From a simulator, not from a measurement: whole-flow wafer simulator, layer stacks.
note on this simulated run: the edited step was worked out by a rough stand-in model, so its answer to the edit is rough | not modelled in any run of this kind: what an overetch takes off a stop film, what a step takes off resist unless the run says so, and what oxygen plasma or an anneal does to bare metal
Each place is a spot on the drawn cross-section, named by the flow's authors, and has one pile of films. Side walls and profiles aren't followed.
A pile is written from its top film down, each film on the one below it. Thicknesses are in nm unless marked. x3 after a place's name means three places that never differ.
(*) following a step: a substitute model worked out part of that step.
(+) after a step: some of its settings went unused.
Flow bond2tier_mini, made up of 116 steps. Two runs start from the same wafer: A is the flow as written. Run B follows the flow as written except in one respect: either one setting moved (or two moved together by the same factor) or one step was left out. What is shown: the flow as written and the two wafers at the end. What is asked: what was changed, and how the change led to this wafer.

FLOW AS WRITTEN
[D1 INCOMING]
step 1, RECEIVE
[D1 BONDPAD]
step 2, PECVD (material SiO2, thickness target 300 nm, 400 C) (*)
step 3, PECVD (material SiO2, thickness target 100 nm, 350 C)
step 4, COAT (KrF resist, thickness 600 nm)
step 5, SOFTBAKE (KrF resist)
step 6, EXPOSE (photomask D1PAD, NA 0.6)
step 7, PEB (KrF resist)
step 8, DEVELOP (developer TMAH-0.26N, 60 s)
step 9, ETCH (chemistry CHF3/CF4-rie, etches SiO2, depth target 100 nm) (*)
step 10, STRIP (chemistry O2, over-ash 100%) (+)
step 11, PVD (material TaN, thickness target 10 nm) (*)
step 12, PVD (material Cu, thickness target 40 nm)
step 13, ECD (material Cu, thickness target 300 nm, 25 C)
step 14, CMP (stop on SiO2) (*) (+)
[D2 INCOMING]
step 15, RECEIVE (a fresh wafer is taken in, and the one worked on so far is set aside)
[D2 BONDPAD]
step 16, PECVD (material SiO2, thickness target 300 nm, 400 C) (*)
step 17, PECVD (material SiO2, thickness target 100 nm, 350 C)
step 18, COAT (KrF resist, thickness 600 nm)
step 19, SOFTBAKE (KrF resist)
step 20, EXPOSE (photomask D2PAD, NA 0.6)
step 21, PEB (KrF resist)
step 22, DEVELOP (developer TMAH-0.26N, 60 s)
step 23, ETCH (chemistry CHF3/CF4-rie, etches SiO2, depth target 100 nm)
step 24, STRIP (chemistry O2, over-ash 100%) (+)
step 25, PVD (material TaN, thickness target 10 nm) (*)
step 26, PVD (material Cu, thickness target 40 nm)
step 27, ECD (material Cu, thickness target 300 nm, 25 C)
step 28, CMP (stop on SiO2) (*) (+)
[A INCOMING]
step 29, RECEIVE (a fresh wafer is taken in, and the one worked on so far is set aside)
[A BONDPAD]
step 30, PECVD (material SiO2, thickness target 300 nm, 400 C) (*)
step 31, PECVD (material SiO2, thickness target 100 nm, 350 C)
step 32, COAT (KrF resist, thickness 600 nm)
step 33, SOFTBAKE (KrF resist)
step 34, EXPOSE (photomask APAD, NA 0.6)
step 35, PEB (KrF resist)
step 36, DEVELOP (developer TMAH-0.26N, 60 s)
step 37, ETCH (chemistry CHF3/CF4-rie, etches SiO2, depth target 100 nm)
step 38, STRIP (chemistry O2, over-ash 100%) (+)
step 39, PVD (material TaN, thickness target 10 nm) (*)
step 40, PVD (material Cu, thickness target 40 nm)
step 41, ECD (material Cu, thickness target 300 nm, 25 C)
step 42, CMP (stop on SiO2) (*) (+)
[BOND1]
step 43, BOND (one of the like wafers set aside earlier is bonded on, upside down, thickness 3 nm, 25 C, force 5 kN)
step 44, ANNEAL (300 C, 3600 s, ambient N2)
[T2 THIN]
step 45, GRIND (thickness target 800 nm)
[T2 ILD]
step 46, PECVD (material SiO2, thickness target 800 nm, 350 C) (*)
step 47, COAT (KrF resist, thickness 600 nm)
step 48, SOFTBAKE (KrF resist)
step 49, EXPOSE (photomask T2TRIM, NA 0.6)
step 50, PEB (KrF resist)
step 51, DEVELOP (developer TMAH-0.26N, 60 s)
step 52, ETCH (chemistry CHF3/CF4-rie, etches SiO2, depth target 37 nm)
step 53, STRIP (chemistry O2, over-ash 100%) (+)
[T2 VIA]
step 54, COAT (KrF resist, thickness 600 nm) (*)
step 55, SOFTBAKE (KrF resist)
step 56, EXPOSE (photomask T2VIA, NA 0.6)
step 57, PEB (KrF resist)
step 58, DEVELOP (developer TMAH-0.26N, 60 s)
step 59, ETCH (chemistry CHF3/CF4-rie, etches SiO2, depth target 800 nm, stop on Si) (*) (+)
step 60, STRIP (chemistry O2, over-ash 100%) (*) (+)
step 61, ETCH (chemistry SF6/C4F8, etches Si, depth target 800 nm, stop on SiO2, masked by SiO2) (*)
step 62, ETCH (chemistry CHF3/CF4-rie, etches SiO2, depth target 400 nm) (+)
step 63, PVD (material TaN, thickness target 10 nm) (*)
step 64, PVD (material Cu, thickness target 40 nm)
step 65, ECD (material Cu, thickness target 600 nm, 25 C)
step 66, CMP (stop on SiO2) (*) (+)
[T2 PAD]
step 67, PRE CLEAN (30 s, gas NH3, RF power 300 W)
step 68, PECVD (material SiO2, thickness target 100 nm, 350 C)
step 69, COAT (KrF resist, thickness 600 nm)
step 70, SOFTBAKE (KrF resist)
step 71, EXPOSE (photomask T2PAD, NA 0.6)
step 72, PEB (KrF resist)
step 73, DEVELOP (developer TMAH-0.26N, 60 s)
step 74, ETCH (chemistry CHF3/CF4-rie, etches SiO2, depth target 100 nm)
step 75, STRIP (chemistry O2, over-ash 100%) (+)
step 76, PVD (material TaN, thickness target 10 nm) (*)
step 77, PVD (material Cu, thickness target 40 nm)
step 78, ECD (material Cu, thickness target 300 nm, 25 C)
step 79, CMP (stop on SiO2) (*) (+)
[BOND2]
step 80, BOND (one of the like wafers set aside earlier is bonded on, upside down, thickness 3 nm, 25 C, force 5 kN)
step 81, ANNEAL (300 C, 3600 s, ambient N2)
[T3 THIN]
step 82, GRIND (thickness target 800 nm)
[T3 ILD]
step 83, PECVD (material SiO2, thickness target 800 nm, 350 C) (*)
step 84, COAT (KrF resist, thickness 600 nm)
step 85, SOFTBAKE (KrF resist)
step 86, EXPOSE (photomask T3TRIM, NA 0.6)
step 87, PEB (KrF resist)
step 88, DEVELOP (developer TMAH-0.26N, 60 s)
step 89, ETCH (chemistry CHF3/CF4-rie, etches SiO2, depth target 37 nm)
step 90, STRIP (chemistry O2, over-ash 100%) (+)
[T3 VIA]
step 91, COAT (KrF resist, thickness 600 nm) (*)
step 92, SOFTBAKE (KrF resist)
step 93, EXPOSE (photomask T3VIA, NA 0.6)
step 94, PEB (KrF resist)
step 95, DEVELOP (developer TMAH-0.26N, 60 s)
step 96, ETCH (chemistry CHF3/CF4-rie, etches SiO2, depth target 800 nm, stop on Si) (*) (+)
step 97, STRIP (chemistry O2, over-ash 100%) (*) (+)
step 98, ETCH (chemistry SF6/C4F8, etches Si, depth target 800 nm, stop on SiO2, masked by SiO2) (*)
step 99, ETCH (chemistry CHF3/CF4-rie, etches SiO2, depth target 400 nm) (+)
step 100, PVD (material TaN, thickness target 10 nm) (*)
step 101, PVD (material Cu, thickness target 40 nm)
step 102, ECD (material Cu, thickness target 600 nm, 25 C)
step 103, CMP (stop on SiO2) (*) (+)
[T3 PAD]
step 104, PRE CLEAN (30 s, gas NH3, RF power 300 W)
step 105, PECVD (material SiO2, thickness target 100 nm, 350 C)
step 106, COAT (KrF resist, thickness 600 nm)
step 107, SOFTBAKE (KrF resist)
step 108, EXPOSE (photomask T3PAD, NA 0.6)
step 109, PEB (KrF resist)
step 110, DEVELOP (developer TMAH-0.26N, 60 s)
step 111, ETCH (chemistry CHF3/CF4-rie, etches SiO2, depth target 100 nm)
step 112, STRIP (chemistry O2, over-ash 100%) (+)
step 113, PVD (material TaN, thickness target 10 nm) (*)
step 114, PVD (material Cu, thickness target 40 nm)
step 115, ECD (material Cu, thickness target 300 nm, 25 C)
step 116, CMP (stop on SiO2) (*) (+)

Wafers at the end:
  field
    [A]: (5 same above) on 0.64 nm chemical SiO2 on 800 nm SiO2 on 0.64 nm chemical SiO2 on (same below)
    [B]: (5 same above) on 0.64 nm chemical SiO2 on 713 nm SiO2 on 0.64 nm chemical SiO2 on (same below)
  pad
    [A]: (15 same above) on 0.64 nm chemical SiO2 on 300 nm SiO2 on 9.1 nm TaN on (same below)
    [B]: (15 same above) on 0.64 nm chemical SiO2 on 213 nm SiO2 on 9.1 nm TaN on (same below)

What caused this: step 2, PECVD: thickness target 213 nm was run, though the flow has thickness target 300 nm.
One can read it off the wafer: pad has SiO2 213, and step 2 as written asks for 300 nm.

The path from the change to this, step by step:
  step 2, PECVD (material SiO2, thickness target 300 nm, 400 C) (*)
      field, pad, via: A +300 SiO2 (new film) | B +213 SiO2 (new film)
  step 43, BOND (one of the like wafers set aside earlier is bonded on, upside down, thickness 3 nm, 25 C, force 5 kN)
      field: A +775 um Si (new film), +0.64 chemical SiO2 (new film), +400 SiO2 | B +775 um Si (new film), +0.64 chemical SiO2 (new film), +313 SiO2
      pad: A +775 um Si (new film), +0.64 chemical SiO2 (new film), +300 SiO2 (new film), +9.1 TaN (new film), +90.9 Cu | B +775 um Si (new film), +0.64 chemical SiO2 (new film), +213 SiO2 (new film), +9.1 TaN (new film), +90.9 Cu
      (as well as at 1 more place)
